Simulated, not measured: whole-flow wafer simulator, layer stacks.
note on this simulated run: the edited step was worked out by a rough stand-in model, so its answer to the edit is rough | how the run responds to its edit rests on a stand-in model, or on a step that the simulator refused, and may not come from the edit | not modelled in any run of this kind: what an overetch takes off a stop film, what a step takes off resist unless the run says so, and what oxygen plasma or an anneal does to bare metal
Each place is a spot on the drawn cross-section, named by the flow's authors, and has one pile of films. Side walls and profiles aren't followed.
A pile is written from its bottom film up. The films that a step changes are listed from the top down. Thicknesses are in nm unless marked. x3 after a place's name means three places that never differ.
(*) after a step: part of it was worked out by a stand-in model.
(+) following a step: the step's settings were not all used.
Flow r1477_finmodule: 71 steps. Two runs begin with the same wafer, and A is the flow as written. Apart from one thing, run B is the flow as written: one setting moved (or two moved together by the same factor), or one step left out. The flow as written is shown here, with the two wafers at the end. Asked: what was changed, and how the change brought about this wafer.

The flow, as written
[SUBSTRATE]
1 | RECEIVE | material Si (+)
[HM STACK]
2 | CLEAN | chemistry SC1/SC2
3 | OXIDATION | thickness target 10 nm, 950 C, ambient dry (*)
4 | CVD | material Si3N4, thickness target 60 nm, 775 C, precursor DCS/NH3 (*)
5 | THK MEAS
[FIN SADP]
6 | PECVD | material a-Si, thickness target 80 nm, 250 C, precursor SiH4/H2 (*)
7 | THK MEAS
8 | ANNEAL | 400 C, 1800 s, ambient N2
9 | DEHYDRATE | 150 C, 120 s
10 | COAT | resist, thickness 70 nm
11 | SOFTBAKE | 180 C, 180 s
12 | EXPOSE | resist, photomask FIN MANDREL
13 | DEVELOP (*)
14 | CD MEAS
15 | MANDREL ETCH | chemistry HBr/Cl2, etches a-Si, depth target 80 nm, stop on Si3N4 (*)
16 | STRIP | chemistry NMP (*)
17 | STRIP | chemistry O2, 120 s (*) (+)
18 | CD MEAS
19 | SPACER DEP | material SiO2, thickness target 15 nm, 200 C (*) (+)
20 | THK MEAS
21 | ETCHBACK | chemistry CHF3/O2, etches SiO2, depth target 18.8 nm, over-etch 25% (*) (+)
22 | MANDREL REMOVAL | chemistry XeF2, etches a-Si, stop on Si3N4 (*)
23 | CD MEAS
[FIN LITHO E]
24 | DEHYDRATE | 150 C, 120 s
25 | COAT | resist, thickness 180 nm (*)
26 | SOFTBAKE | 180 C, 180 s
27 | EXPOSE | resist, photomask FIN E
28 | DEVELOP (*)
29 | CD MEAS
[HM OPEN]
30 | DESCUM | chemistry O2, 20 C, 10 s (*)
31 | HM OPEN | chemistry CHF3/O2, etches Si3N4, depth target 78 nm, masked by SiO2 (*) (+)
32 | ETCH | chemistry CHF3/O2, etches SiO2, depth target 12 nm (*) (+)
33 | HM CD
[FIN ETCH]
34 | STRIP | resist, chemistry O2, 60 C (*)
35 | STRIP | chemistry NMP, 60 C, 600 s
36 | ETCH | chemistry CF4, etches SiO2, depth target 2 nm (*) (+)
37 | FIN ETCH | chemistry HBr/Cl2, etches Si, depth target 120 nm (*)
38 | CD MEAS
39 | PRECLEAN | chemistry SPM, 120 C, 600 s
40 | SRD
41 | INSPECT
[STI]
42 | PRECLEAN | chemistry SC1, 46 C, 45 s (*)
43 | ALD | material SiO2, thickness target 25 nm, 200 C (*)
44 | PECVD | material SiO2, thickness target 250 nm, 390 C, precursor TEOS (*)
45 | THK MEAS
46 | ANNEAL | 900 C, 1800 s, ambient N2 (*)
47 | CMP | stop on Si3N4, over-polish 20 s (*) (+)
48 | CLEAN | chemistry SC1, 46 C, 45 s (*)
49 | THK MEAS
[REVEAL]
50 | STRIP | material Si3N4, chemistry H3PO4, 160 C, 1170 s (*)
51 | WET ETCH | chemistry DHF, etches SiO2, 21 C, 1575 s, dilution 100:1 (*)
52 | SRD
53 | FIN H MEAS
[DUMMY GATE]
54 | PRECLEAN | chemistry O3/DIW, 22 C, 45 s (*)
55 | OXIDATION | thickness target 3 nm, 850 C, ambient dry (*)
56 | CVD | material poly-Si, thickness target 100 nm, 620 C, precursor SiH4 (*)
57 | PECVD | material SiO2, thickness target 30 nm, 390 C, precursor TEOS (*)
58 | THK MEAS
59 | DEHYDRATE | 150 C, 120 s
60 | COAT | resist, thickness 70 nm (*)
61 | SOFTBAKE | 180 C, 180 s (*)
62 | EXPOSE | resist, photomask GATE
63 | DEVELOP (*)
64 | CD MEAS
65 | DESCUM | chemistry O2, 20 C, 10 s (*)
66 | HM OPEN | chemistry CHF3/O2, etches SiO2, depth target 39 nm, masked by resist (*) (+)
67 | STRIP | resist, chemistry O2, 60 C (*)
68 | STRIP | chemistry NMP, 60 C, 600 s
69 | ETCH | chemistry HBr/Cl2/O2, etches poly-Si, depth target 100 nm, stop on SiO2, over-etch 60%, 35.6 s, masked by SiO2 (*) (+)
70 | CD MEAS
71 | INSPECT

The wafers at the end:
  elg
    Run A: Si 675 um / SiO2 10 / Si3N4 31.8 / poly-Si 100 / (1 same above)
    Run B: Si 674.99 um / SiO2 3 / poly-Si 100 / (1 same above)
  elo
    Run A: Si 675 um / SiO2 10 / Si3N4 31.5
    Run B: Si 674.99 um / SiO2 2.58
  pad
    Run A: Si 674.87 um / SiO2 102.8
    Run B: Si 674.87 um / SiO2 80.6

What caused this: step 6, PECVD: thickness target 47.2 nm was run, though the flow has thickness target 80 nm.

Step by step, how the change led to this:
  6 | PECVD | material a-Si, thickness target 80 nm, 250 C, precursor SiH4/H2 (*)
      pad, padg, elg and 33 more: A +80 a-Si (new film) | B +47.2 a-Si (new film)
  15 | MANDREL ETCH | chemistry HBr/Cl2, etches a-Si, depth target 80 nm, stop on Si3N4 (*)
      pad, padg, elg and 27 more: A -80 a-Si (all of it) | B -47.2 a-Si (all of it)
      s40cg, s45cg, s50cg, s40co, s45co, s50co: A -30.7 resist | B -27.1 resist
  16 | STRIP | chemistry NMP (*)
      s40cg, s45cg, s50cg, s40co, s45co, s50co: A -39.3 resist (all of it) | B -42.9 resist (all of it)
  21 | ETCHBACK | chemistry CHF3/O2, etches SiO2, depth target 18.8 nm, over-etch 25% (*) (+)
      s40sg_line, s45sg_line, s50sg_line, s40so_line, s45so_line, s50so_line: A +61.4 SiO2 | B +28.6 SiO2
  22 | MANDREL REMOVAL | chemistry XeF2, etches a-Si, stop on Si3N4 (*)
      s40cg, s45cg, s50cg, s40co, s45co, s50co: A -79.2 a-Si (all of it) | B -46.4 a-Si (all of it)
  25 | COAT | resist, thickness 180 nm (*)
      s40cg, s40co: A +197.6 resist (new film) | B +189.4 resist (new film)
      s40sg, s40so: A +201.2 resist (new film) | B +193 resist (new film)
      (as well as at 14 more places)
  28 | DEVELOP (*)
      s40cg, s40co: A -197.6 resist (all of it) | B -189.4 resist (all of it)
      s40sg, s40so: A -201.2 resist (all of it) | B -193 resist (all of it)
      (as well as at 14 more places)
  32 | ETCH | chemistry CHF3/O2, etches SiO2, depth target 12 nm (*) (+)
      s40sg_line, s45sg_line, s50sg_line, s40so_line, s45so_line, s50so_line: A -12 SiO2 | B -4.6 SiO2 (all of it)
      pad, padg, e40sg and 11 more: A -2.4 Si | B -0.92 Si
      (as well as at 16 more places)
  34 | STRIP | resist, chemistry O2, 60 C (*)
      elg, e40lg, e100lg, e200lg, elo, e40lo, e100lo, e200lo: A -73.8 resist (all of it) | B -80.9 resist (all of it)
  36 | ETCH | chemistry CF4, etches SiO2, depth target 2 nm (*) (+)
      elg, e40lg, e100lg, e200lg, elo, e40lo, e100lo, e200lo: A -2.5 Si3N4 | B nothing
      s40sg_line, s45sg_line, s50sg_line, s40so_line, s45so_line, s50so_line: A -2 SiO2 | B nothing
  37 | FIN ETCH | chemistry HBr/Cl2, etches Si, depth target 120 nm (*)
      s40sg_line, s45sg_line, s50sg_line, s40so_line, s45so_line, s50so_line: A -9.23 SiO2 | B -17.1 Si3N4
  43 | ALD | material SiO2, thickness target 25 nm, 200 C (*)
      s40sg_line, s45sg_line, s50sg_line, s40so_line, s45so_line, s50so_line: A +25 SiO2 | B +25 SiO2 (new film)
      s40cg, s45cg, s50cg, s40co, s45co, s50co: A +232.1 SiO2 (new film) | B +199.3 SiO2 (new film)
  47 | CMP | stop on Si3N4, over-polish 20 s (*) (+)
      elg, e40lg, e100lg, e200lg, elo, e40lo, e100lo, e200lo: A -241.6 SiO2 | B -263.8 SiO2 (all of it), -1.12 Si3N4
      pad, padg, e40sg and 11 more: A -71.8 SiO2 | B -94 SiO2
      (as well as at 14 more places)
  50 | STRIP | material Si3N4, chemistry H3PO4, 160 C, 1170 s (*)
      elg, e40lg, e100lg, e200lg, elo, e40lo, e100lo, e200lo: A -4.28 SiO2 | B -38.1 Si3N4 (all of it), -2.02 SiO2
      s40sg_line, s45sg_line, s50sg_line, s40so_line, s45so_line, s50so_line: A -58.9 Si3N4 (all of it), -1.37 SiO2 | B -38.1 Si3N4 (all of it), -2.02 SiO2
  51 | WET ETCH | chemistry DHF, etches SiO2, 21 C, 1575 s, dilution 100:1 (*)
      elg, e40lg, e100lg, e200lg, elo, e40lo, e100lo, e200lo: A -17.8 SiO2 (all of it), -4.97 Si3N4 | B -7.98 SiO2 (all of it)
      s40sg_line, s45sg_line, s50sg_line, s40so_line, s45so_line, s50so_line: A -8.63 SiO2 (all of it) | B -7.98 SiO2 (all of it)
  54 | PRECLEAN | chemistry O3/DIW, 22 C, 45 s (*)
      elg, e40lg, e100lg, e200lg, elo, e40lo, e100lo, e200lo: A nothing | B +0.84 chemical SiO2 (new film), -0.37 Si
  ... 5 other steps ...
  69 | ETCH | chemistry HBr/Cl2/O2, etches poly-Si, depth target 100 nm, stop on SiO2, over-etch 60%, 35.6 s, masked by SiO2 (*) (+)
      s40co: A -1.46 chemical SiO2 (all of it), -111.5 poly-Si (all of it), -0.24 SiO2 | B -1.36 chemical SiO2 (all of it), -134.3 poly-Si (all of it), -0.13 SiO2
      s45co: A -1.46 chemical SiO2 (all of it), -110.9 poly-Si (all of it), -0.25 SiO2 | B -1.36 chemical SiO2 (all of it), -134.3 poly-Si (all of it), -0.13 SiO2
      (as well as at 1 more place)
